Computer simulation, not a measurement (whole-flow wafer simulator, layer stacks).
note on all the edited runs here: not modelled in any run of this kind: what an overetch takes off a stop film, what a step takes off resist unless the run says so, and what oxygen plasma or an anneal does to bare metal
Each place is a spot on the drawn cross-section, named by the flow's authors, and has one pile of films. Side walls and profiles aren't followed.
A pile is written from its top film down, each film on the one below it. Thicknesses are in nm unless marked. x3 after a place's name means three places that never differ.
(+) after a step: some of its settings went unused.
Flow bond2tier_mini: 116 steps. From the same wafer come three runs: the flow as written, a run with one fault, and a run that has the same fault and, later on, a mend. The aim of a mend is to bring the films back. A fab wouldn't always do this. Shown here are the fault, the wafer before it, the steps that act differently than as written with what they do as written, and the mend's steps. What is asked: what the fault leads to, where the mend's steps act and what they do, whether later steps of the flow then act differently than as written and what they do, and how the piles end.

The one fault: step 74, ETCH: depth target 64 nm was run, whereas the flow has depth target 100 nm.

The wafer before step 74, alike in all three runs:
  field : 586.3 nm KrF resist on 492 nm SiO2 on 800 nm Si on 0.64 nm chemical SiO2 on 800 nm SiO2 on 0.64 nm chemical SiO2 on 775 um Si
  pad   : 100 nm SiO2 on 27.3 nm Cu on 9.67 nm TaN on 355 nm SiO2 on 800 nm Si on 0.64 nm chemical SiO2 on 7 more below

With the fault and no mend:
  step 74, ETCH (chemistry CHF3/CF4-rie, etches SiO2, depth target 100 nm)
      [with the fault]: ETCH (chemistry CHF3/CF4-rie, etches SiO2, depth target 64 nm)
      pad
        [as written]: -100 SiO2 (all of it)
        [with the fault]: -64 SiO2
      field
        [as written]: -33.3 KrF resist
        [with the fault]: -21.3 KrF resist
  Steps later in the flow that act otherwise than as written (1 other step is not shown; it differs only slightly, by no more than 2% or 0.5 nm, whichever is larger):
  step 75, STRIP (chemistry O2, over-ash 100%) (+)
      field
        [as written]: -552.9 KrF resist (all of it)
        [with the fault]: -564.9 KrF resist (all of it)
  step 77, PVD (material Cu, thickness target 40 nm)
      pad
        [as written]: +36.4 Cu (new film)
        [with the fault]: +37.7 Cu (new film)
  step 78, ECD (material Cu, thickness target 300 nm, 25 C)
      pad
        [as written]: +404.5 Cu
        [with the fault]: +366.9 Cu
  By the end, the piles at pad depart from the flow's by more than 2% or 0.5 nm, whichever is larger.
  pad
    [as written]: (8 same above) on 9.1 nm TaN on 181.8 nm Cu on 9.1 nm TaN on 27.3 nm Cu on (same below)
    [with the fault]: (8 same above) on 9.1 nm TaN on 145.5 nm Cu on 9.42 nm TaN on 36 nm SiO2 on 27.3 nm Cu on (same below)

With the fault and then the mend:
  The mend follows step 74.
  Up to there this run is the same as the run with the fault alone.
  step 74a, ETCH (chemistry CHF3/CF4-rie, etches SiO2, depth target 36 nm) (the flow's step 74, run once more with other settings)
      field
        -12 KrF resist
      pad
        -36 SiO2 (all of it)
  Later steps of the flow that are run all act as written at every place that is followed.
  At every place that both follow, the piles at the end match the flow's.
